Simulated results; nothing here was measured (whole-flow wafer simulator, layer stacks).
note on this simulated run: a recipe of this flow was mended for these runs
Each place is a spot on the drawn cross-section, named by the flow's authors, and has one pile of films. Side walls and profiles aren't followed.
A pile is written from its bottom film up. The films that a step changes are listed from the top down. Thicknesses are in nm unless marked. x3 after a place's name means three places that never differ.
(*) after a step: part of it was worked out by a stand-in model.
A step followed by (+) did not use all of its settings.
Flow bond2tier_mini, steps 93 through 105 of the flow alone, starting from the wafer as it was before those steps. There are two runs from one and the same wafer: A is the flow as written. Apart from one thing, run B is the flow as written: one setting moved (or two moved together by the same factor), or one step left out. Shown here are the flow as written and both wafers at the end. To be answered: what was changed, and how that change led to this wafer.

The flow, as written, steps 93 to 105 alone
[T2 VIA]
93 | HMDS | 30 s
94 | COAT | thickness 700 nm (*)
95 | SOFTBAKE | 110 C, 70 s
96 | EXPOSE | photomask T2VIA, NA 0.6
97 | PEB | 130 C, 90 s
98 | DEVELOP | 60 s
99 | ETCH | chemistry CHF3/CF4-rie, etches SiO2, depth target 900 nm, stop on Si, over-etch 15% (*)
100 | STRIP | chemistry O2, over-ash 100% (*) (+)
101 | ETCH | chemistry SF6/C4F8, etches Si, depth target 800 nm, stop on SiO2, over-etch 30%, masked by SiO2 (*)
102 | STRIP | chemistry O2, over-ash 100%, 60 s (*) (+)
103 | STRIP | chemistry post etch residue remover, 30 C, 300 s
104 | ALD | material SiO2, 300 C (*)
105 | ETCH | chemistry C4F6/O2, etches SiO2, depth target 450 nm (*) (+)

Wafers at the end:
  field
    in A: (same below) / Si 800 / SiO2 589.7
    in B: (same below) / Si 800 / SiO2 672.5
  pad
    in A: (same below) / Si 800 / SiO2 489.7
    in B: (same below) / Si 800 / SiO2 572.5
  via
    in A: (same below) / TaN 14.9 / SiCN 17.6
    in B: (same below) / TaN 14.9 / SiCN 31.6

Cause: step 105, ETCH: depth target 367.2 nm was run, while the flow as written has depth target 450 nm.

Step by step, how the change led to this:
  105 | ETCH | chemistry C4F6/O2, etches SiO2, depth target 450 nm (*) (+)
      field, pad: A SiO2 loses 450 | B SiO2 loses 367.2
      via: A SiO2 loses 348.1 (all of it), SiCN loses 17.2 | B SiO2 loses 348.1 (all of it), SiCN loses 3.22
